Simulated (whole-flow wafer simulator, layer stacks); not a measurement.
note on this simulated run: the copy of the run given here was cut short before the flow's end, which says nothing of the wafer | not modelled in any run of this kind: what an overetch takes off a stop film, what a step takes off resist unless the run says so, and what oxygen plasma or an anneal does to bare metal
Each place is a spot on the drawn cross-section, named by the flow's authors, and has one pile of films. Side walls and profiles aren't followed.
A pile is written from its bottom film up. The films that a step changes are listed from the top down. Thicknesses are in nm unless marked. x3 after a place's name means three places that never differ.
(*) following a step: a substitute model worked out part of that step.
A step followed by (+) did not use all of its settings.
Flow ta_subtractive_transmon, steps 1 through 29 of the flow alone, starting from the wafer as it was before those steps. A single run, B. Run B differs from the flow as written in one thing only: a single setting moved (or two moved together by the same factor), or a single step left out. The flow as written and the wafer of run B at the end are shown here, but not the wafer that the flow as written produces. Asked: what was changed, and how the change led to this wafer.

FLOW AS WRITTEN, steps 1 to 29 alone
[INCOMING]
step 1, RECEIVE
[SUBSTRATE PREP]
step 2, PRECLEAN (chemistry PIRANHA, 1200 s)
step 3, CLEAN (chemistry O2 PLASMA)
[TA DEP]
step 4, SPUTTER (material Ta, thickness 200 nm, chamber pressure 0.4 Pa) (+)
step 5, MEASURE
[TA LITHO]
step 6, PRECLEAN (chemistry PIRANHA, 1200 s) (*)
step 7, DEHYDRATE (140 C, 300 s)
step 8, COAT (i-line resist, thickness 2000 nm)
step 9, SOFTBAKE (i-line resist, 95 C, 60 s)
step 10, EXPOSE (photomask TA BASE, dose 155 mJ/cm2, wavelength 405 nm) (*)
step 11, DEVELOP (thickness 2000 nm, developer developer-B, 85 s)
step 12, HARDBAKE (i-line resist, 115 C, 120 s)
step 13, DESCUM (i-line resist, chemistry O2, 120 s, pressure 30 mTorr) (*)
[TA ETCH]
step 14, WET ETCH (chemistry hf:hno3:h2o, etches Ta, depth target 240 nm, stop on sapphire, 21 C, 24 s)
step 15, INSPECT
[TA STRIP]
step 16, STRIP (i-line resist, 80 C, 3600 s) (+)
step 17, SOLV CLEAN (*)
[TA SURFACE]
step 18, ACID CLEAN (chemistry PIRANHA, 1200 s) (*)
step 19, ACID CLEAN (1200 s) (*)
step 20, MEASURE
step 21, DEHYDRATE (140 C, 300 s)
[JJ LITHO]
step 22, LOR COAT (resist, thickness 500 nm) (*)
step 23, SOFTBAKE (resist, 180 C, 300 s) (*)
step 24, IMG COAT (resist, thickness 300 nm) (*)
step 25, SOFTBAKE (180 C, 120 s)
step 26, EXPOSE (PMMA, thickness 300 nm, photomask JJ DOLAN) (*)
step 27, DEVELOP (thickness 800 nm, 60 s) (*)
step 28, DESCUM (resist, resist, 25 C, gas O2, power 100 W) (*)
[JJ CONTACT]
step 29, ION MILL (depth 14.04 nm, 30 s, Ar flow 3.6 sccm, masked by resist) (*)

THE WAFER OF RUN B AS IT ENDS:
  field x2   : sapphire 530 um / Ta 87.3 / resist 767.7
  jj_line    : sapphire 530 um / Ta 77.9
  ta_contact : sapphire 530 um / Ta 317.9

Cause: step 4, SPUTTER: thickness 327.6 nm was run, though the flow has thickness 200 nm.

The path from the change to this, step by step:
  step 4, SPUTTER (material Ta, thickness 200 nm, chamber pressure 0.4 Pa) (+)
      field x2, jj_line, lead, ta_contact, ta_pad: Ta gains 327.6 (new film) (as written it would have been: Ta gains 200 (new film))
  step 14, WET ETCH (chemistry hf:hno3:h2o, etches Ta, depth target 240 nm, stop on sapphire, 21 C, 24 s)
      field x2, jj_line, lead: Ta loses 240 (as written it would have been: Ta loses 200 (all of it))
  step 22, LOR COAT (resist, thickness 500 nm) (*)
      ta_contact: resist gains 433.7 (new film) (as written it would have been: resist gains 443.8 (new film))
  step 29, ION MILL (depth 14.04 nm, 30 s, Ar flow 3.6 sccm, masked by resist) (*)
      jj_line, lead: Ta loses 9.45 (as written it would have been: sapphire loses 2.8)
Taking metal films that touch as one body, field x2 has 1 body; the flow as written gives 0 bodies.
Taking metal films that touch as one body, jj_line has 1 body; the flow as written gives 0 bodies.
